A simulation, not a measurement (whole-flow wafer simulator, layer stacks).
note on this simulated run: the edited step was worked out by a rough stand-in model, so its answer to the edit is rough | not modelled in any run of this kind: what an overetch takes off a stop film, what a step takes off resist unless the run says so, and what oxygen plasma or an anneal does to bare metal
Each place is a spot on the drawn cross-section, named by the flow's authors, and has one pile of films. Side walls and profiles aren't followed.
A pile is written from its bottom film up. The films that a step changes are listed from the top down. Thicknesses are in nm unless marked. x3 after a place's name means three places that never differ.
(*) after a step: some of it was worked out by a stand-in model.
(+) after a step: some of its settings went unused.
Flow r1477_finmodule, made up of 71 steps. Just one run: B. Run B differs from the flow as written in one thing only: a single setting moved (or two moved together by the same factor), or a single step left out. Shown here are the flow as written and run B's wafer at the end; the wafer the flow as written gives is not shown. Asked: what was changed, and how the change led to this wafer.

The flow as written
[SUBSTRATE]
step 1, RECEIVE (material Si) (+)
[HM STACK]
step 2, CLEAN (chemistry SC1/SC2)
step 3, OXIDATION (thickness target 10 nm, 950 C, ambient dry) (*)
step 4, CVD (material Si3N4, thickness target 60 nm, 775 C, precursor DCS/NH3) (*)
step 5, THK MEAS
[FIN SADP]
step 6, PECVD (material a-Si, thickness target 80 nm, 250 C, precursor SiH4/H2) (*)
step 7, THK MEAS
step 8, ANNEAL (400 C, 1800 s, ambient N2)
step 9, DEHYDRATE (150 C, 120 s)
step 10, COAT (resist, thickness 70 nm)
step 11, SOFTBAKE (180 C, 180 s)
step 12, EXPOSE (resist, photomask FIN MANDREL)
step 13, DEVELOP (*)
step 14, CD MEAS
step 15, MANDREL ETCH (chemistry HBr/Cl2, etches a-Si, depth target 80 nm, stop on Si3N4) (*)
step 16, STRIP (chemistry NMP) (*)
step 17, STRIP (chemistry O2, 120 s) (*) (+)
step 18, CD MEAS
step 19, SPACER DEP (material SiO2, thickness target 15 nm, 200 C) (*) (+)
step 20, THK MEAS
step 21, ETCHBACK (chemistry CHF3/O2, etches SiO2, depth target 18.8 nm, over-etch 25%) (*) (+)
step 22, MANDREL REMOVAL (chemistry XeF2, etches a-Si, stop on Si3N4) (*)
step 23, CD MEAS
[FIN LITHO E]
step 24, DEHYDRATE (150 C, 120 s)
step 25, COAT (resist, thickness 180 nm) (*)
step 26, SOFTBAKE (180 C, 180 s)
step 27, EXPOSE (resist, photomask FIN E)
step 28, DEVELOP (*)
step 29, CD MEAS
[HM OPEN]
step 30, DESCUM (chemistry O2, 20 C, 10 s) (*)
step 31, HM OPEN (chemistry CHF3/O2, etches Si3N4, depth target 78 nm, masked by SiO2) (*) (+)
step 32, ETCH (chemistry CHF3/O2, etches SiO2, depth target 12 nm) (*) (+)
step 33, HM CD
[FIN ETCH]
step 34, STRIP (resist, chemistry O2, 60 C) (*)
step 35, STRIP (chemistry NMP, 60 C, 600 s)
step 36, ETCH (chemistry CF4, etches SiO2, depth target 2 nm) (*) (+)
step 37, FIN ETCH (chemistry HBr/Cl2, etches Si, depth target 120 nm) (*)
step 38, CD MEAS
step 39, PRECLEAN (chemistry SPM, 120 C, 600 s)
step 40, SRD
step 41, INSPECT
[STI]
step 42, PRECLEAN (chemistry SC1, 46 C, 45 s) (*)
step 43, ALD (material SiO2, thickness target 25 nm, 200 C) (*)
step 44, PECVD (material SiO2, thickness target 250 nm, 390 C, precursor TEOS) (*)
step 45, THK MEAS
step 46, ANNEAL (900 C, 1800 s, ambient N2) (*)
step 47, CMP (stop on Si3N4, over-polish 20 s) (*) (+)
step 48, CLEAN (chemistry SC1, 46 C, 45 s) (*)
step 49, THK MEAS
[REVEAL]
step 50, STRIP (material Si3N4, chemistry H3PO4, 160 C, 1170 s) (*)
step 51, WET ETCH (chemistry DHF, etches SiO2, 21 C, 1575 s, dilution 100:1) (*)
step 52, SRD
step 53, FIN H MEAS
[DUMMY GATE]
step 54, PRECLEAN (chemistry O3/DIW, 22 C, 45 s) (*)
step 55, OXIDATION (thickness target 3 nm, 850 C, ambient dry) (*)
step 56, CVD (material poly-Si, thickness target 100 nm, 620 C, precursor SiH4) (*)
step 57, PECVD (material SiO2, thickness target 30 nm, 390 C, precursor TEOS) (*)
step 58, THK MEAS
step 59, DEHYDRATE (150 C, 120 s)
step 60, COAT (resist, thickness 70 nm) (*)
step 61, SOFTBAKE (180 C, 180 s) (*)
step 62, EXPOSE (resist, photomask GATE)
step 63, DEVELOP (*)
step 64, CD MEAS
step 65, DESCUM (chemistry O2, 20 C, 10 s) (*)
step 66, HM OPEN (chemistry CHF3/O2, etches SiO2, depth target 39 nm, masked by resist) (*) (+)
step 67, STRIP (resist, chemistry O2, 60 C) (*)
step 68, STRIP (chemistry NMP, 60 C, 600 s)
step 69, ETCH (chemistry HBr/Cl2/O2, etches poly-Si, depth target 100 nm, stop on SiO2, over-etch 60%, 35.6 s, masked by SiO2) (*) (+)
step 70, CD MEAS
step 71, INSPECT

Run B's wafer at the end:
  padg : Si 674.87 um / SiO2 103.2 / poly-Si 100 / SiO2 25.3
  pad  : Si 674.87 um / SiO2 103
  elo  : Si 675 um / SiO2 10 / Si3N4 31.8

What caused this: step 69, ETCH: depth target 89 nm was run, though the flow has depth target 100 nm; step 69, ETCH: 31.7 s was run, where the flow has 35.6 s.

Step by step, how the change led to this:
  step 69, ETCH (chemistry HBr/Cl2/O2, etches poly-Si, depth target 100 nm, stop on SiO2, over-etch 60%, 35.6 s, masked by SiO2) (*) (+)
      padg, elg, esg and 15 more: SiO2 loses 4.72 (in the flow as written it would be: SiO2 loses 5.3)
